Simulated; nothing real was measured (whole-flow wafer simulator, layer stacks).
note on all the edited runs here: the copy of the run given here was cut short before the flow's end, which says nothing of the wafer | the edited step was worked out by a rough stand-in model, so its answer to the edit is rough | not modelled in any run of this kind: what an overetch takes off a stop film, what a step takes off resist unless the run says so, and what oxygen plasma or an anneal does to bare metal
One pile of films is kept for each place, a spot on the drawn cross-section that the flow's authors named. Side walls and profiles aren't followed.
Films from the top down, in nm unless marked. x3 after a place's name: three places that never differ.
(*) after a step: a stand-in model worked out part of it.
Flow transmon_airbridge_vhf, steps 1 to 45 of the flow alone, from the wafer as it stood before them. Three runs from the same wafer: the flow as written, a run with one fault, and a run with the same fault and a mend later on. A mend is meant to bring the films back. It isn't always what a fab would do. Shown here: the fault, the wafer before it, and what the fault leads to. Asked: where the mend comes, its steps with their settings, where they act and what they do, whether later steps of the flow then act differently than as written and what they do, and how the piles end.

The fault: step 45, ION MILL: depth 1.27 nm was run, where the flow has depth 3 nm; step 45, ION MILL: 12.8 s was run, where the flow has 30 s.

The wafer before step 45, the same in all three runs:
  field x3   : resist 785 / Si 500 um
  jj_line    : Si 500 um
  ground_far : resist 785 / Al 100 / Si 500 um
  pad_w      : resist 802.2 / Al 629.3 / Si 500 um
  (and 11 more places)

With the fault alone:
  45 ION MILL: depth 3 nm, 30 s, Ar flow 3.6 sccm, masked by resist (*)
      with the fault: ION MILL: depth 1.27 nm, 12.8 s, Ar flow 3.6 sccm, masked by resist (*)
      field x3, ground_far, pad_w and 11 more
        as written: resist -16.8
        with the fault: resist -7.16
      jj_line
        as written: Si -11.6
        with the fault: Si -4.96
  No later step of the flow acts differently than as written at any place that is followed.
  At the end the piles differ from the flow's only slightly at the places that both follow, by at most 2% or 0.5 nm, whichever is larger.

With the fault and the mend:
  The mend comes after step 45.
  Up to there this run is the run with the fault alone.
  45a ION MILL: depth 1.73 nm, 17.3 s, Ar flow 3.6 sccm, masked by resist (*) (the flow's step 45 once more, with other settings)
      field x3, ground_far, pad_w and 11 more
        resist -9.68
      jj_line
        Si -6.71
  No later step of the flow acts differently than as written at any place that is followed.
  At the end the piles differ from the flow's only slightly at the places that both follow, by at most 2% or 0.5 nm, whichever is larger.
